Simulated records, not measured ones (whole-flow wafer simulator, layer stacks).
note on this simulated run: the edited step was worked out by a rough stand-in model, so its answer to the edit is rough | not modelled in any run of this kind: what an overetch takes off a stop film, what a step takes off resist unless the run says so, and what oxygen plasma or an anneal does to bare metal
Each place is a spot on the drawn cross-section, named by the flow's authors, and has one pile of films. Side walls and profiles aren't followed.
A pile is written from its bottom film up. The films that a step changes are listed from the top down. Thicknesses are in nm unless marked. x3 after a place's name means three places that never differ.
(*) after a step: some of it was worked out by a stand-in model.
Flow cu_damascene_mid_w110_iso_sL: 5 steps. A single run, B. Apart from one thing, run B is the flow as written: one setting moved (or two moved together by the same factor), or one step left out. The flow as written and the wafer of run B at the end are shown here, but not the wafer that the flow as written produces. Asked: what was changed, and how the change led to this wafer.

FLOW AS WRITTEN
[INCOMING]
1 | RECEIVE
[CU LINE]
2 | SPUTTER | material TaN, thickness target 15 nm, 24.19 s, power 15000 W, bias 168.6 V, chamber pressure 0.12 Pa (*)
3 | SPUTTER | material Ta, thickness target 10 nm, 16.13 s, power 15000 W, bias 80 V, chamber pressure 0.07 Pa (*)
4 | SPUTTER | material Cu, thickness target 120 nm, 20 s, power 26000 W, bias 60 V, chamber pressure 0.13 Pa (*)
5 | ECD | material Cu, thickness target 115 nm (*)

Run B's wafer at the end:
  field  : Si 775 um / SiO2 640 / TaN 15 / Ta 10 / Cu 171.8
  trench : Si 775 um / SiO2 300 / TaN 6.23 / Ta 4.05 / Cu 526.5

Cause: step 5, ECD: thickness target 51.8 nm was run, whereas the flow has thickness target 115 nm.

How this came from the change, step by step:
  5 | ECD | material Cu, thickness target 115 nm (*)
      field: +51.8 Cu (in the flow as written it would be: +115 Cu)
      trench: +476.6 Cu (in the flow as written it would be: +539.8 Cu)
